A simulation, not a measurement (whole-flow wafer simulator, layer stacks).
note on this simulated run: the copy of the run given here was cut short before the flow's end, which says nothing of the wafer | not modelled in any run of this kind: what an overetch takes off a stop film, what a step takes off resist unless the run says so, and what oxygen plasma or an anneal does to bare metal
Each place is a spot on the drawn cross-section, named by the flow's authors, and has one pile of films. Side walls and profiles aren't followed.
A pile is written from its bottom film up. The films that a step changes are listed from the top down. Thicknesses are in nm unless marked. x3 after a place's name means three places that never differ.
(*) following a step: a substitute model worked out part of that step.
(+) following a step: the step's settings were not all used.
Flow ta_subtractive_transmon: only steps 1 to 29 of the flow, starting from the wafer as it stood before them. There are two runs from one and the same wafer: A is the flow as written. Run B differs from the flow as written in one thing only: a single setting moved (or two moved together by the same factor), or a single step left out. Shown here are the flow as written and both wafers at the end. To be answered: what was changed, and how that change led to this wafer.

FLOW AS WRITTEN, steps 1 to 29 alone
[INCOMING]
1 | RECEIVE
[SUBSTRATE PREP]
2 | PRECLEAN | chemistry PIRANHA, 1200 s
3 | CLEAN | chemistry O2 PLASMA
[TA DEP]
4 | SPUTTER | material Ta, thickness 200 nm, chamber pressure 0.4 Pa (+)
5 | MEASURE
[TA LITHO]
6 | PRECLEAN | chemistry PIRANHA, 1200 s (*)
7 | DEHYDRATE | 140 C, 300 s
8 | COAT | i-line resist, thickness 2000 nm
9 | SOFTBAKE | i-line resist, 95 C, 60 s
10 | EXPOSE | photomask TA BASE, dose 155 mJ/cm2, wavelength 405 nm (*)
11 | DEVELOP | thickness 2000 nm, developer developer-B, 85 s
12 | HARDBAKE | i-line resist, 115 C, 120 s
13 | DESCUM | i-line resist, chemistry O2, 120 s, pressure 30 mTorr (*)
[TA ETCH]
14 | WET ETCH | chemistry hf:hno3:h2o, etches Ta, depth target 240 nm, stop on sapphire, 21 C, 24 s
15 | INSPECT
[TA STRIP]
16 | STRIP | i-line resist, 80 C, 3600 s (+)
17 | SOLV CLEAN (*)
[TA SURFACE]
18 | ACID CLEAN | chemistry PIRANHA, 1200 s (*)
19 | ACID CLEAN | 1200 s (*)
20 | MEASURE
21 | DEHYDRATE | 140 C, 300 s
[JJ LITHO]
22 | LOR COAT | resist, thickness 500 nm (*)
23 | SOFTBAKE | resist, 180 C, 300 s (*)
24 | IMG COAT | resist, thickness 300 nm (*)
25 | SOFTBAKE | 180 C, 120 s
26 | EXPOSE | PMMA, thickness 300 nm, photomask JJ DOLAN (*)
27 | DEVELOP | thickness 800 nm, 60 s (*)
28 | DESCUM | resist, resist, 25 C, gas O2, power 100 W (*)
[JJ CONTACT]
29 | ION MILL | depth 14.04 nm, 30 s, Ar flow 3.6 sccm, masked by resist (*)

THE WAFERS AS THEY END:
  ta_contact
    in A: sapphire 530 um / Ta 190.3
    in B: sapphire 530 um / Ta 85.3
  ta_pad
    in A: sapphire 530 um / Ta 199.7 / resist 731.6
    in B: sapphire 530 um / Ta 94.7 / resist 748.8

The reason: step 4, SPUTTER: thickness 95 nm was run, though the flow has thickness 200 nm.

Step by step, how the change led to this:
  4 | SPUTTER | material Ta, thickness 200 nm, chamber pressure 0.4 Pa (+)
      field x2, jj_line, lead, ta_contact, ta_pad: A +200 Ta (new film) | B +95 Ta (new film)
  14 | WET ETCH | chemistry hf:hno3:h2o, etches Ta, depth target 240 nm, stop on sapphire, 21 C, 24 s
      field x2, jj_line, lead: A -200 Ta (all of it) | B -95 Ta (all of it)
  22 | LOR COAT | resist, thickness 500 nm (*)
      lead: A +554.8 resist (new film) | B +527 resist (new film)
      ta_contact: A +443.8 resist (new film) | B +472 resist (new film)
  24 | IMG COAT | resist, thickness 300 nm (*)
      lead: A +312.6 resist | B +305.9 resist
      ta_contact: A +287.4 resist | B +294.2 resist
      (and at 1 other place as well)
  27 | DEVELOP | thickness 800 nm, 60 s (*)
      lead: A -867.4 resist (all of it) | B -832.9 resist (all of it)
      ta_contact: A -731.2 resist (all of it) | B -766.2 resist (all of it)
